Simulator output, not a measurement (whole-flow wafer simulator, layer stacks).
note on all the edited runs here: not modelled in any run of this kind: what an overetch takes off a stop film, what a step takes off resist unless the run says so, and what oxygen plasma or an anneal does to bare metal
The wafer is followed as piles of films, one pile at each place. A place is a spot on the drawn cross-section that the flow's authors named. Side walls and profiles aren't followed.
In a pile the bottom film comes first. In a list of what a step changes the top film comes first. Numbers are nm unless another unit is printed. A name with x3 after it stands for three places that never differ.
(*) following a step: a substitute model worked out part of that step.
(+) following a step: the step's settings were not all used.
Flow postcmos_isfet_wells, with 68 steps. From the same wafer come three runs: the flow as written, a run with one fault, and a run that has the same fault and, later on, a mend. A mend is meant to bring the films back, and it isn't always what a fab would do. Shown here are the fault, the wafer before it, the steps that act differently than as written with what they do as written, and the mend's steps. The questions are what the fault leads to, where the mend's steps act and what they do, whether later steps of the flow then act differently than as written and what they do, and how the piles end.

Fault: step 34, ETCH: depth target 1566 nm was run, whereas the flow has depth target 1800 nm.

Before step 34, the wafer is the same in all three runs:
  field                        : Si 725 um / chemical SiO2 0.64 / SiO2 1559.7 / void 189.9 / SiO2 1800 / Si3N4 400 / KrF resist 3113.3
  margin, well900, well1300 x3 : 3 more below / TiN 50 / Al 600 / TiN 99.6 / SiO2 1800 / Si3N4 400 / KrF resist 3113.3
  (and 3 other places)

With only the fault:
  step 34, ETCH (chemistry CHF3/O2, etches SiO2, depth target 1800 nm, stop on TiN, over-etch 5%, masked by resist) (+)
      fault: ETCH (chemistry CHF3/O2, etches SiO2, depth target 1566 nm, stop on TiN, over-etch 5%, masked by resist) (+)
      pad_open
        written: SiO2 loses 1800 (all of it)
        fault: SiO2 loses 1566
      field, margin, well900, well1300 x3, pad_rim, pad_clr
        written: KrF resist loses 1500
        fault: KrF resist loses 1305
  Steps further on in the flow that do not act as written (2 other steps are not shown; they differ only slightly, by no more than 2% or 0.5 nm, whichever is larger):
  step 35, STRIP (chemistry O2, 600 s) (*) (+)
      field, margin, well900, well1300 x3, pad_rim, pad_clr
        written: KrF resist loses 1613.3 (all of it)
        fault: KrF resist loses 1808.3 (all of it)
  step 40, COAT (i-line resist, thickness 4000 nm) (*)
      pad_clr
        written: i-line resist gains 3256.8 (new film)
        fault: i-line resist gains 3330 (new film)
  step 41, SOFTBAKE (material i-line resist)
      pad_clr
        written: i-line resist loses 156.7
        fault: i-line resist loses 133.5
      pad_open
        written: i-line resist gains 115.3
        fault: i-line resist gains 104.8
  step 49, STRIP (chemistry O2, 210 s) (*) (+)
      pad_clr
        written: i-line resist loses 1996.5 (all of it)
        fault: i-line resist loses 2092.9 (all of it)
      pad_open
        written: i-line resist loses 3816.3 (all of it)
        fault: i-line resist loses 3721.9 (all of it)
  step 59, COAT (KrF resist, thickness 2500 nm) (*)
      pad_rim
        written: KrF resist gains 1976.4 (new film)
        fault: KrF resist gains 2029.7 (new film)
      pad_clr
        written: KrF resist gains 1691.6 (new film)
        fault: KrF resist gains 1770.3 (new film)
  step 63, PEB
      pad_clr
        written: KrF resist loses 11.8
        fault: KrF resist loses 12.4
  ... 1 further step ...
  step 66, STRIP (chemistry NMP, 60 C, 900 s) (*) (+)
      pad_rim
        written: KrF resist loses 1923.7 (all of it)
        fault: KrF resist loses 1976.5 (all of it)
  The piles end different from the flow's at pad_open by more than 2% or 0.5 nm, whichever is larger.
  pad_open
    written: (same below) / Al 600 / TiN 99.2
    fault: (same below) / Al 600 / TiN 99.6 / SiO2 234

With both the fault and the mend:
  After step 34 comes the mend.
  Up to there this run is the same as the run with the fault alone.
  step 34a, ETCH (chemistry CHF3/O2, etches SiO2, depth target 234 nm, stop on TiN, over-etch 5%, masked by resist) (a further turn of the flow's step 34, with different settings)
      field, margin, well900, well1300 x3, pad_rim, pad_clr
        KrF resist loses 195
      pad_open
        SiO2 loses 234 (all of it)
  None of the later steps of the flow acts differently than as written at any place that is followed.
  At every place that both follow, the piles at the end match the flow's.
